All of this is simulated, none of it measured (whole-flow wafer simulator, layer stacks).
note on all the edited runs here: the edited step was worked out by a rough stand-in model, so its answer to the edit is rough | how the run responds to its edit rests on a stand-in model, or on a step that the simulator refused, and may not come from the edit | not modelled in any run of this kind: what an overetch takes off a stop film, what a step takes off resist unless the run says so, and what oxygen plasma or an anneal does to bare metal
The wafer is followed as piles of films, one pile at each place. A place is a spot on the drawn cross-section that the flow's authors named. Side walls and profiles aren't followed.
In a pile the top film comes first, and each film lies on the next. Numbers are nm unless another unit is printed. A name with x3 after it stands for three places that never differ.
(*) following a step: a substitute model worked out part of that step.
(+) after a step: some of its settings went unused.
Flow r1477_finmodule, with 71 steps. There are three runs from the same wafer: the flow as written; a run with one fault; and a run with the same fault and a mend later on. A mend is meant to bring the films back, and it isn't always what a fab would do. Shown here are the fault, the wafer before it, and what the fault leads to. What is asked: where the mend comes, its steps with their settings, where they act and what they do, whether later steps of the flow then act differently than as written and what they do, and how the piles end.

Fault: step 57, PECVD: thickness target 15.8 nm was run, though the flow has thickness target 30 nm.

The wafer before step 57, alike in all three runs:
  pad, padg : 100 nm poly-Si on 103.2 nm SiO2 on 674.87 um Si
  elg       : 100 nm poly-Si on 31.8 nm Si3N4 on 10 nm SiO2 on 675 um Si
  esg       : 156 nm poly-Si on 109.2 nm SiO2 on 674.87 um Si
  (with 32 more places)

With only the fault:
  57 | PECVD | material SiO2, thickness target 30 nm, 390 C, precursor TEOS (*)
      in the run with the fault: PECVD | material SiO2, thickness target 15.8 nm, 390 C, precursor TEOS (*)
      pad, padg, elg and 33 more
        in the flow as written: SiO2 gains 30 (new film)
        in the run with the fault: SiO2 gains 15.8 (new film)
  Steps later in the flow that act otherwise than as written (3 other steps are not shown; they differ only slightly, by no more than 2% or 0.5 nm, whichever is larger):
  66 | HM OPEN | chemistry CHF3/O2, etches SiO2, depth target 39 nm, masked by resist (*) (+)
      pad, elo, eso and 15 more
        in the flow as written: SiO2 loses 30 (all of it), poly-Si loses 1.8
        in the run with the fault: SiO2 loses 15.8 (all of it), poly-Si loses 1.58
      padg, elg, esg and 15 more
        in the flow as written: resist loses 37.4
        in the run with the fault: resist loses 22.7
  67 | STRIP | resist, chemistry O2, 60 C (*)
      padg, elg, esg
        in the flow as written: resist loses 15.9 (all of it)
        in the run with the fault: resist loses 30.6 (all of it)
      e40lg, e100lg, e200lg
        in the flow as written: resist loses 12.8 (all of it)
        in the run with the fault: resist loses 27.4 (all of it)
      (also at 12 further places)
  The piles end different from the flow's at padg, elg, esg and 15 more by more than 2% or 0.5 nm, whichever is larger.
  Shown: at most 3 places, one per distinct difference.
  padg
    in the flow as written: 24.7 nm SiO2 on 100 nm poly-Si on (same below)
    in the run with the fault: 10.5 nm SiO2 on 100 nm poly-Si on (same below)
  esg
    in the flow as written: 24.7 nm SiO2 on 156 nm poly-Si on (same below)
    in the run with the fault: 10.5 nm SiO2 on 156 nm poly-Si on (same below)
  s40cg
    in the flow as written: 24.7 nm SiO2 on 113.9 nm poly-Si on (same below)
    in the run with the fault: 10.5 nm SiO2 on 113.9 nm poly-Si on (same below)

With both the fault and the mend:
  The mend stands after step 64.
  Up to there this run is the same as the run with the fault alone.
  64a | STRIP | resist, chemistry O2, 60 C
      padg, elg, esg
        resist loses 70 (all of it)
      e40lg, e100lg, e200lg
        resist loses 66.9 (all of it)
      s40sg, s45sg
        resist loses 91 (all of it)
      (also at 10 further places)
  64b | PECVD | material SiO2, thickness target 14.2 nm, 390 C, precursor TEOS (*) (the flow's step 57 again, with other settings)
      pad, padg, elg and 33 more
        SiO2 gains 14.2
  64c | COAT | resist, thickness 70 nm (*) (the flow's step 60 again)
      e40lg, e100lg, e200lg, elo, e40lo, e100lo, e200lo
        resist gains 66.9 (new film)
      pad, padg, elg, esg
        resist gains 70 (new film)
      s40sg, s45sg, s40so, s45so
        resist gains 91 (new film)
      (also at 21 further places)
  64d | SOFTBAKE | 180 C, 180 s (*) (the flow's step 61 again)
      alters no film at any place that is followed
  64e | EXPOSE | resist, photomask GATE (the flow's step 62 again)
      alters no film at any place that is followed
  64f | DEVELOP (*) (the flow's step 63 again)
      elo, e40lo, e100lo, e200lo
        resist loses 66.9 (all of it)
      eso, e40so
        resist loses 129.5 (all of it)
      s40so, s45so
        resist loses 91 (all of it)
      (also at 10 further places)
  Every later step of the flow that is run acts as written at every place that is followed.
  The piles end the same as the flow's at every place that both follow.
